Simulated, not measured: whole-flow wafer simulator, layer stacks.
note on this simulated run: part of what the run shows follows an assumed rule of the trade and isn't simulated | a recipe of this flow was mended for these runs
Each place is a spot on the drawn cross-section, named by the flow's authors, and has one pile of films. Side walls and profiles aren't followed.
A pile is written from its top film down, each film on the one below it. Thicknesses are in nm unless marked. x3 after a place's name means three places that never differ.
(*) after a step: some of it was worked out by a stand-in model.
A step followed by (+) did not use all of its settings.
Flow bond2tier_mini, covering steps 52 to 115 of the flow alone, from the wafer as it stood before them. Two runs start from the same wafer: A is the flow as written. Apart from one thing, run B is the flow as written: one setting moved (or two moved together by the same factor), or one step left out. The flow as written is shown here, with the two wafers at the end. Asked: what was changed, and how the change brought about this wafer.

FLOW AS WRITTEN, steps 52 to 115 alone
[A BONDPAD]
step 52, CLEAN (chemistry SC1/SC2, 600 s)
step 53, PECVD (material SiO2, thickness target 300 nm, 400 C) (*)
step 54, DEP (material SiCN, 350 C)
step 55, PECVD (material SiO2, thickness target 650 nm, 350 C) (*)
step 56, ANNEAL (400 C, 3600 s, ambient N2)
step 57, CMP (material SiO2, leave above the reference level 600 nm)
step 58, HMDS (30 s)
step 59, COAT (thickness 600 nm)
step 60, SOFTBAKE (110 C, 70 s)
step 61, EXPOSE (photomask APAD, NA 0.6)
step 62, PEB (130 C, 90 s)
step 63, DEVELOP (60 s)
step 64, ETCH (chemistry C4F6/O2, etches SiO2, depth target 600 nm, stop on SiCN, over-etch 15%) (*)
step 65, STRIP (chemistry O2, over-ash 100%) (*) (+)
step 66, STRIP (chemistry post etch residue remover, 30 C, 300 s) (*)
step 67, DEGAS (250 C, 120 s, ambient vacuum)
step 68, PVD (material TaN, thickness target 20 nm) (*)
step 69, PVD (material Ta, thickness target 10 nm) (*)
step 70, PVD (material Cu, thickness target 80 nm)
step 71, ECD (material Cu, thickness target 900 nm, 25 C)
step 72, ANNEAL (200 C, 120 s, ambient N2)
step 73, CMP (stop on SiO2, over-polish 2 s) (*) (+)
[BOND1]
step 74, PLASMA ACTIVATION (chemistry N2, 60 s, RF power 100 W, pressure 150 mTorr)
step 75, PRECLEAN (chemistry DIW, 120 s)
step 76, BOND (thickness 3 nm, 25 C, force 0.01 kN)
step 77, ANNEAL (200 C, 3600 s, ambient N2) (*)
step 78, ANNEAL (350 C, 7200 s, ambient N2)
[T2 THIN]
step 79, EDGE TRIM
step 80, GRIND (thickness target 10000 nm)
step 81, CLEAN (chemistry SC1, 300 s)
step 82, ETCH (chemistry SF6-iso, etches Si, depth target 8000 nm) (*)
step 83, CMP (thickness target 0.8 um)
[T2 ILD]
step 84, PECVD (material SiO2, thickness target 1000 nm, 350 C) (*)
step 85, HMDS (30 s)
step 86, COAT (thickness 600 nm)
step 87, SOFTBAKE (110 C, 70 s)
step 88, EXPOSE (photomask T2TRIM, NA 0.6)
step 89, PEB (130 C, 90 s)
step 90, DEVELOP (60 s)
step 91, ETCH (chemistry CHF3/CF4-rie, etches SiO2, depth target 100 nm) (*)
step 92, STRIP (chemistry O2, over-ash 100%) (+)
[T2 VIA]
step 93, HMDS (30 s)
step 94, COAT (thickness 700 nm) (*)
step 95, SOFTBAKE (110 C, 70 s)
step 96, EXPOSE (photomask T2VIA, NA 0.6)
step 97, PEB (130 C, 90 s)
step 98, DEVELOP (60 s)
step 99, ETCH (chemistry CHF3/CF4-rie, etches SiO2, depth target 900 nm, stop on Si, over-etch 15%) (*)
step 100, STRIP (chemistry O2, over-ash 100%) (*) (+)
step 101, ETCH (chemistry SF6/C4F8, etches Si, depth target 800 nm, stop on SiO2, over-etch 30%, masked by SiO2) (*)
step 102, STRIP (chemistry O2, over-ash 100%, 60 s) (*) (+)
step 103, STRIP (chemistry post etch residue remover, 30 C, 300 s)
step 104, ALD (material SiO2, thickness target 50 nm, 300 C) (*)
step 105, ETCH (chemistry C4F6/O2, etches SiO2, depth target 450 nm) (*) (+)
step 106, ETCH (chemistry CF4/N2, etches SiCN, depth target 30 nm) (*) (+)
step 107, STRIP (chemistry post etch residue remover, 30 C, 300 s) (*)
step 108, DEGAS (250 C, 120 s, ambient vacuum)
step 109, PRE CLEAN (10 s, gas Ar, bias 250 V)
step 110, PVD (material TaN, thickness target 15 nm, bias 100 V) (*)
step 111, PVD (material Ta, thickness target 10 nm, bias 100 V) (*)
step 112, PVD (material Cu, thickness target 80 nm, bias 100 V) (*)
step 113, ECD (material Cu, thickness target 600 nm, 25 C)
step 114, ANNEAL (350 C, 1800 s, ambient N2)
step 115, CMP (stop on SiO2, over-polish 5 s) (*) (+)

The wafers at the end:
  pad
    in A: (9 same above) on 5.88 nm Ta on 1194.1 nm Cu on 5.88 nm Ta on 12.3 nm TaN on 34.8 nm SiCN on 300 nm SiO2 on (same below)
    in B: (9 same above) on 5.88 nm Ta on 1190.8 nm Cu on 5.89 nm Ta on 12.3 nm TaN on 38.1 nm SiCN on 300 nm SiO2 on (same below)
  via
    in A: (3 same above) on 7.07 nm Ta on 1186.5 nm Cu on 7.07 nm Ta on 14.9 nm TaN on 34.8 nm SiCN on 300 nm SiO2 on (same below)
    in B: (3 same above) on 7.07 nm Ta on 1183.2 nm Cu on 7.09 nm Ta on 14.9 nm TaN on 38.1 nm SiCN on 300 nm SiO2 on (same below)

The reason: step 64, ETCH: over-etch 11.8% was run, while the flow as written has over-etch 15%.

Step by step, how the change led to this:
  step 64, ETCH (chemistry C4F6/O2, etches SiO2, depth target 600 nm, stop on SiCN, over-etch 15%) (*)
      pad, via: A -600 SiO2 (all of it), -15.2 SiCN | B -600 SiO2 (all of it), -11.9 SiCN
      field: A -115 thick-KrF-resist | B -111.8 thick-KrF-resist
